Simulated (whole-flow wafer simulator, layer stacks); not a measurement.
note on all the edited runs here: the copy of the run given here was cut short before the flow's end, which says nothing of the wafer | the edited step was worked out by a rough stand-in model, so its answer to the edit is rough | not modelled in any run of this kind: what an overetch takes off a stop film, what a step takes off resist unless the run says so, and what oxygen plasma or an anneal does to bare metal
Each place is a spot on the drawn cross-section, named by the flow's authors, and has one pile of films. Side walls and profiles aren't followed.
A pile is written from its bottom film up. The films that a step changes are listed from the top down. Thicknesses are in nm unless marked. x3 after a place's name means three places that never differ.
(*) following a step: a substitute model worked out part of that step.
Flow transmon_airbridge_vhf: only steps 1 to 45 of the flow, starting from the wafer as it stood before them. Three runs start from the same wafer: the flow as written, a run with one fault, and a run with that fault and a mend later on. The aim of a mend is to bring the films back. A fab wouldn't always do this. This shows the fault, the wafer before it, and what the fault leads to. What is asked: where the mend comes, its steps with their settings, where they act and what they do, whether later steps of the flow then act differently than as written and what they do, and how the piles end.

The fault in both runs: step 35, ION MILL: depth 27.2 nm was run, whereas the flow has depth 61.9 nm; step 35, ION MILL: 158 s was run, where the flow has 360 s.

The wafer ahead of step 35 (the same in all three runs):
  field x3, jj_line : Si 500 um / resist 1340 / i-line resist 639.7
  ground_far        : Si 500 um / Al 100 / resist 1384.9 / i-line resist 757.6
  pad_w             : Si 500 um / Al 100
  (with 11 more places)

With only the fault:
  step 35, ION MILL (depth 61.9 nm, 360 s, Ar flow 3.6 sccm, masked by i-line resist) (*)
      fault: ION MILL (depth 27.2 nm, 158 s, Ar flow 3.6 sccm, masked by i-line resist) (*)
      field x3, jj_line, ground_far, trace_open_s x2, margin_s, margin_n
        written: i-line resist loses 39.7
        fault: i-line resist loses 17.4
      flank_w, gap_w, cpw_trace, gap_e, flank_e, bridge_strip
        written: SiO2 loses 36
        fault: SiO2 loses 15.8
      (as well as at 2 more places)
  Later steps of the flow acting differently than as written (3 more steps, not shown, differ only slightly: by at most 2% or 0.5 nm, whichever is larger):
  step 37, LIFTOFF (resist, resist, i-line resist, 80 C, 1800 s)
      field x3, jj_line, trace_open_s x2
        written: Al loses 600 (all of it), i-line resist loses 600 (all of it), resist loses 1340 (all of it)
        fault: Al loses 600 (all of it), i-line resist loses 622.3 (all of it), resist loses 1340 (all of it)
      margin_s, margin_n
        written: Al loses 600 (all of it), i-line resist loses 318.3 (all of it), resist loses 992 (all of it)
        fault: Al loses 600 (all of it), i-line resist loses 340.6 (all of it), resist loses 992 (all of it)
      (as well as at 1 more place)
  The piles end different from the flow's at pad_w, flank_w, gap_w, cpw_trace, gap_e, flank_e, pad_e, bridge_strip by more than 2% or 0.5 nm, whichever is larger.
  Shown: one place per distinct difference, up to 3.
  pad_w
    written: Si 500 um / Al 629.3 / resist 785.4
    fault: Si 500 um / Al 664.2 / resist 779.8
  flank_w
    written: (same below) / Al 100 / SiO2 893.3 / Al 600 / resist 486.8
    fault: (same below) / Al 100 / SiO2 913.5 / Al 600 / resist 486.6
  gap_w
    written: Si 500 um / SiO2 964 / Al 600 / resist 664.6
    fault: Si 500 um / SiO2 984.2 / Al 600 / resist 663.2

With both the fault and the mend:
  After step 35 comes the mend.
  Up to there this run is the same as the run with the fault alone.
  step 35a, ION MILL (depth 34.7 nm, 201.8 s, Ar flow 3.6 sccm, masked by i-line resist) (*) (a further turn of the flow's step 35, with different settings)
      field x3, jj_line, ground_far, trace_open_s x2, margin_s, margin_n
        i-line resist loses 22.3
      flank_w, gap_w, cpw_trace, gap_e, flank_e, bridge_strip
        SiO2 loses 20.2
      pad_w, pad_e
        Al loses 34.7
  Every later step of the flow that is run acts as written at every place that is followed.
  The piles end only slightly different from the flow's at the places that both follow, by no more than 2% or 0.5 nm, whichever is larger.
